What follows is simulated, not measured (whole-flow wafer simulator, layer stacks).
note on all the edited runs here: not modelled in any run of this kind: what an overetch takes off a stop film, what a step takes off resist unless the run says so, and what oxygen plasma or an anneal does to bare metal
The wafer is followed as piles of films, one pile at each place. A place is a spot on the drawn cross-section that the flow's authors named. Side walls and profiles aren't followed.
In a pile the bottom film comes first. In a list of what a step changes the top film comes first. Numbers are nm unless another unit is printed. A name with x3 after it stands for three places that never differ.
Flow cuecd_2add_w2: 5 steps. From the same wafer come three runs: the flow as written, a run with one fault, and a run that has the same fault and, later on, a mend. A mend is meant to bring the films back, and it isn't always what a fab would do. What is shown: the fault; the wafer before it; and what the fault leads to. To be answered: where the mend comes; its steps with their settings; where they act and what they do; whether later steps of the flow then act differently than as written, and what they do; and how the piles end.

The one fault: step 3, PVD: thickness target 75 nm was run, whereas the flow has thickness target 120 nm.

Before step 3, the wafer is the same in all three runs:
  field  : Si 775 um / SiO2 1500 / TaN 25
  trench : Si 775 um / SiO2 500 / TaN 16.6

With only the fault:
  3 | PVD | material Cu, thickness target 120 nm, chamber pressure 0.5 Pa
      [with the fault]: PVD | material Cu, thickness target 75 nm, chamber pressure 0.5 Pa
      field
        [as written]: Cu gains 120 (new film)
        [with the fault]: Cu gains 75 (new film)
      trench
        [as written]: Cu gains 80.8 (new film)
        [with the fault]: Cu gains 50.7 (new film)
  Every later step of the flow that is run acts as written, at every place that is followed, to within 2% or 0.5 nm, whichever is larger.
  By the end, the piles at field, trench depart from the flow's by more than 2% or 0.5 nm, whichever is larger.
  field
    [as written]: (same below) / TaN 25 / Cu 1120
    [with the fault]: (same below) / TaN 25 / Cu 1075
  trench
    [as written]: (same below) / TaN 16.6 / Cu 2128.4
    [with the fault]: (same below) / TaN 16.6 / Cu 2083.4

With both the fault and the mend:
  The mend follows step 3.
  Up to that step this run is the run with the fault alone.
  3a | PVD | material Cu, thickness target 45 nm, chamber pressure 0.5 Pa (the flow's step 3 again, with other settings)
      field
        Cu gains 45
      trench
        Cu gains 29.8
  Every later step of the flow that is run acts as written, at every place that is followed, to within 2% or 0.5 nm, whichever is larger.
  By the end, the piles equal the flow's at every place that both follow.
